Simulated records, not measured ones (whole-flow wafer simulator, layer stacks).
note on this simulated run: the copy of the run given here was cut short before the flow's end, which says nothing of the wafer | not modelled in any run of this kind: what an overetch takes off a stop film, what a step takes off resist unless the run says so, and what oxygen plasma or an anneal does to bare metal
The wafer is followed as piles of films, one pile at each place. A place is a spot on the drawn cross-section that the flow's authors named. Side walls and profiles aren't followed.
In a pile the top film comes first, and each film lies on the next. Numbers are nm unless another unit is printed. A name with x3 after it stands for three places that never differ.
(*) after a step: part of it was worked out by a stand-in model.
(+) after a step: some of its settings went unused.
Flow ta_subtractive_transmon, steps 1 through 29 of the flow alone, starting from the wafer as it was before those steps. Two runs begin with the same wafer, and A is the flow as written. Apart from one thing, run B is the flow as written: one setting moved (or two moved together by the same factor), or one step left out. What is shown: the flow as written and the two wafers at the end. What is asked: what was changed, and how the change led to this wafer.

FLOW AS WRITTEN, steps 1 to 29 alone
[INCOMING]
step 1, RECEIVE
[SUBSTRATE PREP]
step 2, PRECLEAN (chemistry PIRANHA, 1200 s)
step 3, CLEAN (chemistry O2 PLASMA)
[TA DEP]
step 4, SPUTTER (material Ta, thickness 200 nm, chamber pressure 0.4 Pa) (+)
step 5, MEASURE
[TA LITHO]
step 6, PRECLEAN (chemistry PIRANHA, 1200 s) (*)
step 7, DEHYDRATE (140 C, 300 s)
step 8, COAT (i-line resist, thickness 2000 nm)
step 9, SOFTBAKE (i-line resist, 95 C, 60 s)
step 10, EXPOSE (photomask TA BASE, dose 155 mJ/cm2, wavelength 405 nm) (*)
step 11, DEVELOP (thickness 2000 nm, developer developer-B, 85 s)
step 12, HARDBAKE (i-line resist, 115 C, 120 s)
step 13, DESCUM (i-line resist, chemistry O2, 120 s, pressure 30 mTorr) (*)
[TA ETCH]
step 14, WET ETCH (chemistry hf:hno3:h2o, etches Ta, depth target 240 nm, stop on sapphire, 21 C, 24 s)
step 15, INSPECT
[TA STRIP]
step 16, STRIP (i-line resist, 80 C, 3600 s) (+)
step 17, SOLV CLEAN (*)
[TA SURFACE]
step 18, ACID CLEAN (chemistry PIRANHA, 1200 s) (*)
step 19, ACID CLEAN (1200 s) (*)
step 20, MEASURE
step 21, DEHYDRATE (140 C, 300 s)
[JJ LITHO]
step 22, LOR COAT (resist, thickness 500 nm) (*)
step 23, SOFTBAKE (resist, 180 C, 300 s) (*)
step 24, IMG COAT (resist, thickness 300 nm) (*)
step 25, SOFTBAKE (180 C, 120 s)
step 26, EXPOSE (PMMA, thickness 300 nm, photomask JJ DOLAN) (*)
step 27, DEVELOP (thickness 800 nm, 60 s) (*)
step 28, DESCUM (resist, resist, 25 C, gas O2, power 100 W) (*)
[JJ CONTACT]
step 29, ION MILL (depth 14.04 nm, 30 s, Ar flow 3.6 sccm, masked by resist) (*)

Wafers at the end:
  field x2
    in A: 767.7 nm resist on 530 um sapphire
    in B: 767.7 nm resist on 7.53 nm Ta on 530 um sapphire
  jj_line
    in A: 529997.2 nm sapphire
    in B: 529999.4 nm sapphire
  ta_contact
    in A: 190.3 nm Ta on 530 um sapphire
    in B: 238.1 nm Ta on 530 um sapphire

What caused this: step 4, SPUTTER: thickness 247.8 nm was run, while the flow as written has thickness 200 nm.

How this came from the change, step by step:
  step 4, SPUTTER (material Ta, thickness 200 nm, chamber pressure 0.4 Pa) (+)
      field x2, jj_line, lead, ta_contact, ta_pad: A +200 Ta (new film) | B +247.8 Ta (new film)
  step 14, WET ETCH (chemistry hf:hno3:h2o, etches Ta, depth target 240 nm, stop on sapphire, 21 C, 24 s)
      field x2, jj_line, lead: A -200 Ta (all of it) | B -240 Ta
  step 22, LOR COAT (resist, thickness 500 nm) (*)
      ta_contact: A +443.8 resist (new film) | B +433.7 resist (new film)
  step 29, ION MILL (depth 14.04 nm, 30 s, Ar flow 3.6 sccm, masked by resist) (*)
      jj_line, lead: A -2.8 sapphire | B -7.53 Ta (all of it), -0.57 sapphire
With metal films that touch counted as one body, field x2 has 1 body; the flow as written gives 0 bodies.
